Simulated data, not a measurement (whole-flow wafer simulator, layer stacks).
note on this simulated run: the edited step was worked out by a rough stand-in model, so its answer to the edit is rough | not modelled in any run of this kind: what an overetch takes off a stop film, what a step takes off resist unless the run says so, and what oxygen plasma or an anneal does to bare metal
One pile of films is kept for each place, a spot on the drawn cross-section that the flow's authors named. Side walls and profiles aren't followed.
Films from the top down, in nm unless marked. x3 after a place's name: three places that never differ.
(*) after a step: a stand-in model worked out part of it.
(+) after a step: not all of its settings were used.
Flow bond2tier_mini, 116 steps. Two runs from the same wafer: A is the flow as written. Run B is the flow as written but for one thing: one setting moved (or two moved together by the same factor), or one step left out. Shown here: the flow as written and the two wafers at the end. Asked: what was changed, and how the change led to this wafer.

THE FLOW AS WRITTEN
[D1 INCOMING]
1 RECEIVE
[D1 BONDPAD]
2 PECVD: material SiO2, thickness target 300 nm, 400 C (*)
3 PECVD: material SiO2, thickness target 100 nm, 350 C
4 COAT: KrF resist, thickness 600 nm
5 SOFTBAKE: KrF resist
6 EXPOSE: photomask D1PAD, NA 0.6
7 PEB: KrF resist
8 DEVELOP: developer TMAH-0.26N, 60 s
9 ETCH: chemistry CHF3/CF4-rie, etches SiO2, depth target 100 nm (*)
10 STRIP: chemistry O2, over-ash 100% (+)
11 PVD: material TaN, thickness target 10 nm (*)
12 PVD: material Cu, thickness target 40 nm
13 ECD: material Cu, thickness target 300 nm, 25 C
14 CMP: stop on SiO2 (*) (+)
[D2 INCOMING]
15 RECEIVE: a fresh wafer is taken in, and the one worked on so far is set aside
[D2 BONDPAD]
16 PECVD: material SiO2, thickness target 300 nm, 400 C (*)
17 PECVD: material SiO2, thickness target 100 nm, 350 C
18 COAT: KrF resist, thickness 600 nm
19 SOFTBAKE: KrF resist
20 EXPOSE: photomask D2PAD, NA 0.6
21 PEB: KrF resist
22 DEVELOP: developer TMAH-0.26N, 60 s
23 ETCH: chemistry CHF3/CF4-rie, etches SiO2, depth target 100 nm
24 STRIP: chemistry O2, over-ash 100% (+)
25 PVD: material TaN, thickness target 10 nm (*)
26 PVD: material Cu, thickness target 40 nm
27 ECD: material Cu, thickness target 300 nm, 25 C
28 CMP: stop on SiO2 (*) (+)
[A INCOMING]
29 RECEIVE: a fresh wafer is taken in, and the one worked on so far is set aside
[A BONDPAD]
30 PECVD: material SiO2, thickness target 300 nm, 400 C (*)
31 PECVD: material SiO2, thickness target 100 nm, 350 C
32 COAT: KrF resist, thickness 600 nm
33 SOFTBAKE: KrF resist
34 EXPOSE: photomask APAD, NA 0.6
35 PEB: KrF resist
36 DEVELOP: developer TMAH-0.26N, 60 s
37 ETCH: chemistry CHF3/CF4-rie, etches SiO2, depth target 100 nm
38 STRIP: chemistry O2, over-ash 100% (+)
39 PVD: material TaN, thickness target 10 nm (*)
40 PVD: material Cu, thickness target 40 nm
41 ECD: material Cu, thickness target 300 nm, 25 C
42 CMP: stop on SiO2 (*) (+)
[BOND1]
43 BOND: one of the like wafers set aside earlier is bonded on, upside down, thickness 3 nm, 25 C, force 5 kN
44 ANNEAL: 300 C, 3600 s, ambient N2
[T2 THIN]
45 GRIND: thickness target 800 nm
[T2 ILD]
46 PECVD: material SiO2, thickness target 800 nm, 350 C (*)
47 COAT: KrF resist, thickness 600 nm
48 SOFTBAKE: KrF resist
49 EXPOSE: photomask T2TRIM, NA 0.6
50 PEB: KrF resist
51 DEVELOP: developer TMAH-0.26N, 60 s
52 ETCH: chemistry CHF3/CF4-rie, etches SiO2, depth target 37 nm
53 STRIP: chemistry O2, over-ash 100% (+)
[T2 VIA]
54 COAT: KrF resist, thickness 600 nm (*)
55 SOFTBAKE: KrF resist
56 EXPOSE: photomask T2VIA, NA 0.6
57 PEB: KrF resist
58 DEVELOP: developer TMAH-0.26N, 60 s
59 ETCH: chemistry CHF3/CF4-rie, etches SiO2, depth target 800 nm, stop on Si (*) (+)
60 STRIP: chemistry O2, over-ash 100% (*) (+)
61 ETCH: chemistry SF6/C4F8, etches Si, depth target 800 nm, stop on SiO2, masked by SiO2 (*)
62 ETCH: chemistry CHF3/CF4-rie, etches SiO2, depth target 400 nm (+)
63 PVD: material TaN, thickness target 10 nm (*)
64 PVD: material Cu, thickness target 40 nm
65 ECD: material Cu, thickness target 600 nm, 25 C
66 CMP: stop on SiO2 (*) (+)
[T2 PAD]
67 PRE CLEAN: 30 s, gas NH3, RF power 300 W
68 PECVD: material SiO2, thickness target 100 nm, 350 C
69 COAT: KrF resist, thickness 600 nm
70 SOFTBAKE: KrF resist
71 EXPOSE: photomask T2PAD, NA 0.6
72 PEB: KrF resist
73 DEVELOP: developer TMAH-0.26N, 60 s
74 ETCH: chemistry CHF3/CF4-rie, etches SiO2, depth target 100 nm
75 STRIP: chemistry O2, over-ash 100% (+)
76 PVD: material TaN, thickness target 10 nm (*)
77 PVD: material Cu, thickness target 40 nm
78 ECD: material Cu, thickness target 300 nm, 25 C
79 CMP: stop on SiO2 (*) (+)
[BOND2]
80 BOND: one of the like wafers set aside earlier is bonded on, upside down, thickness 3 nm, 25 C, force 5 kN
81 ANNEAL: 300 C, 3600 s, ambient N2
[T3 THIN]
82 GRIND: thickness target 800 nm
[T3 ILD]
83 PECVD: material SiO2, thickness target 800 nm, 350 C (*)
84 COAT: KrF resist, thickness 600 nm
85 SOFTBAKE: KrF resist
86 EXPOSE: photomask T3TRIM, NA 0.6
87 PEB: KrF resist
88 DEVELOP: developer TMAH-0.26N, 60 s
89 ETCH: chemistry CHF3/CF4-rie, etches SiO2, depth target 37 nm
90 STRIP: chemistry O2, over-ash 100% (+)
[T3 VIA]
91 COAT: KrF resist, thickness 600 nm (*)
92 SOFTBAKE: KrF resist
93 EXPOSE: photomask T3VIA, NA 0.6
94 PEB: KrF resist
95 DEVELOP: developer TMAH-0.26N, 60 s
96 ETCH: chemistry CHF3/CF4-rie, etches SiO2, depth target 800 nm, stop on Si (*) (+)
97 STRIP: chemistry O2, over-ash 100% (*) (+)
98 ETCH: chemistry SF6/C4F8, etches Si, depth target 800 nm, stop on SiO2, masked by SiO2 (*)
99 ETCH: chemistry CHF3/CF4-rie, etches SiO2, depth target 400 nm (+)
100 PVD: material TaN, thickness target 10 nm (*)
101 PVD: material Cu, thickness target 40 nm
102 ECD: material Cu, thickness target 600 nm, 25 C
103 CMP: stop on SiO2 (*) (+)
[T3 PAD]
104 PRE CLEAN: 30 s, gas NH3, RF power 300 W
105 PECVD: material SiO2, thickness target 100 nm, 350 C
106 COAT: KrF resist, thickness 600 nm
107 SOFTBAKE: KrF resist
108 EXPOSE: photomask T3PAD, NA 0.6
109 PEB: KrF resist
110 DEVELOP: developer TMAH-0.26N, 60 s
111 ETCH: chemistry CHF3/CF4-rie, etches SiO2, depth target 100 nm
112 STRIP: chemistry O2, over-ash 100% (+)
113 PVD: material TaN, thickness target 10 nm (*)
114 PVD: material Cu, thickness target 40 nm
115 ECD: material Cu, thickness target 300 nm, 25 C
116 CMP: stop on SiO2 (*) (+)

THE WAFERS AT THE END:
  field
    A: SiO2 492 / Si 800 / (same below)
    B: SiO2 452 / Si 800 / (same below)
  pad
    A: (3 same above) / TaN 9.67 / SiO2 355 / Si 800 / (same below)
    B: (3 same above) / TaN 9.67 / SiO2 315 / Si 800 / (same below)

The cause: step 83, PECVD: thickness target 760 nm was run, where the flow has thickness target 800 nm.

How the change led to this, step by step:
  83 PECVD: material SiO2, thickness target 800 nm, 350 C (*)
      field, pad: A SiO2 +800 (new film) | B SiO2 +760 (new film)
